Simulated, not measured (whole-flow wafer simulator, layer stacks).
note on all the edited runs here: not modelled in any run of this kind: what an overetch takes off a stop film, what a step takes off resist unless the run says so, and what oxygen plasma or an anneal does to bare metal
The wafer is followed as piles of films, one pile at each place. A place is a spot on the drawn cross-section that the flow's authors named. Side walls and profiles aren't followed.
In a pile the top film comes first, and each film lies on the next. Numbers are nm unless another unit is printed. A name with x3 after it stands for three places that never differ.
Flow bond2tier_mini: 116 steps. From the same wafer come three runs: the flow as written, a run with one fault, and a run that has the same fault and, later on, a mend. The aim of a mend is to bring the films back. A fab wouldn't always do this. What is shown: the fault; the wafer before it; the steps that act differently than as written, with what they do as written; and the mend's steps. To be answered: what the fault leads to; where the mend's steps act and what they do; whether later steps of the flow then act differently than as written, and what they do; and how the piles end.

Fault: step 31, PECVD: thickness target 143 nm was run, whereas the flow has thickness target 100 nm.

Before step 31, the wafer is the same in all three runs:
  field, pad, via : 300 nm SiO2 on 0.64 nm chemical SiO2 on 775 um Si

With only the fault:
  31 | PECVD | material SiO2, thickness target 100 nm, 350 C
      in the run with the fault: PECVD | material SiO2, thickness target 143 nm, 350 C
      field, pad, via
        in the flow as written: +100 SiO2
        in the run with the fault: +143 SiO2
  None of the later steps of the flow acts differently than as written at any place that is followed.
  The piles end different from the flow's at field, pad by more than 2% or 0.5 nm, whichever is larger.
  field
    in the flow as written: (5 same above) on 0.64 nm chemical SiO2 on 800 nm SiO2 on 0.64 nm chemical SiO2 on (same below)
    in the run with the fault: (5 same above) on 0.64 nm chemical SiO2 on 843 nm SiO2 on 0.64 nm chemical SiO2 on (same below)
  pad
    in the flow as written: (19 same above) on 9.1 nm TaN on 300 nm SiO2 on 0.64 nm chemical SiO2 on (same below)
    in the run with the fault: (19 same above) on 9.1 nm TaN on 343 nm SiO2 on 0.64 nm chemical SiO2 on (same below)

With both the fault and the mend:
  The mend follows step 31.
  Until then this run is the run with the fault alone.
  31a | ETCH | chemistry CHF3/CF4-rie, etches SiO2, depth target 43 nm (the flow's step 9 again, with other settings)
      field, pad, via
        -43 SiO2
  None of the later steps of the flow acts differently than as written at any place that is followed.
  At every place that both follow, the piles at the end match the flow's.
